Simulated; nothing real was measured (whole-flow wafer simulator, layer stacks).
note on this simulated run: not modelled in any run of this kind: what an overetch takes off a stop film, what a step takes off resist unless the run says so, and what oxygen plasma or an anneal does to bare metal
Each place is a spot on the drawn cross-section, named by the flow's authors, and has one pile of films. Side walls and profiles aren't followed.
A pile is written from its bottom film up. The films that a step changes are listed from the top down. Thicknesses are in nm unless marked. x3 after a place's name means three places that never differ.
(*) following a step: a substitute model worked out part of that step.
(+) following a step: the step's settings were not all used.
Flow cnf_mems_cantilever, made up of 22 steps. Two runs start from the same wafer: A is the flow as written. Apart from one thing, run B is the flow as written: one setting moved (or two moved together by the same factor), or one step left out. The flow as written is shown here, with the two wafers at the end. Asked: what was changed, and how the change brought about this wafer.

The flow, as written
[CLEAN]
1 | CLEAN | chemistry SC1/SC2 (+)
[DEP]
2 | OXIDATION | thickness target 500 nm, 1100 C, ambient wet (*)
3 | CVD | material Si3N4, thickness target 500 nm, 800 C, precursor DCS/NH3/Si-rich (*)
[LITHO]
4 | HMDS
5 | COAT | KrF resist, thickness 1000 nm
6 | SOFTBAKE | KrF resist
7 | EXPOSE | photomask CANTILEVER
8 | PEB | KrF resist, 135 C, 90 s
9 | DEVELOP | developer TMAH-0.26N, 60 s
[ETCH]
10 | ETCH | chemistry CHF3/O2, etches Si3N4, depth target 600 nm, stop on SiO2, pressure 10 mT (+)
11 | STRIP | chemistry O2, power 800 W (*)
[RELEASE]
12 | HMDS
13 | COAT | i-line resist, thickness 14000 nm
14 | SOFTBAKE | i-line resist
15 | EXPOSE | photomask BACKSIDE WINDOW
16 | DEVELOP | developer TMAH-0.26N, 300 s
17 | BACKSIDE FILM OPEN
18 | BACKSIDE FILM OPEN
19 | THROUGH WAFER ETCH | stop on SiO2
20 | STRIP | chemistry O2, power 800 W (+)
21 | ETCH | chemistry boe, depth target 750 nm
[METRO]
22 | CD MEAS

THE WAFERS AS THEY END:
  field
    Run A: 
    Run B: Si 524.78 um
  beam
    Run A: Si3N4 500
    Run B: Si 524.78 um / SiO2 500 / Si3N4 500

What caused this: step 19, THROUGH WAFER ETCH: stop on SiO2, was omitted.

The path from the change to this, step by step:
  21 | ETCH | chemistry boe, depth target 750 nm
      beam: A under 1 film: -500 SiO2 (all of it) | B nothing
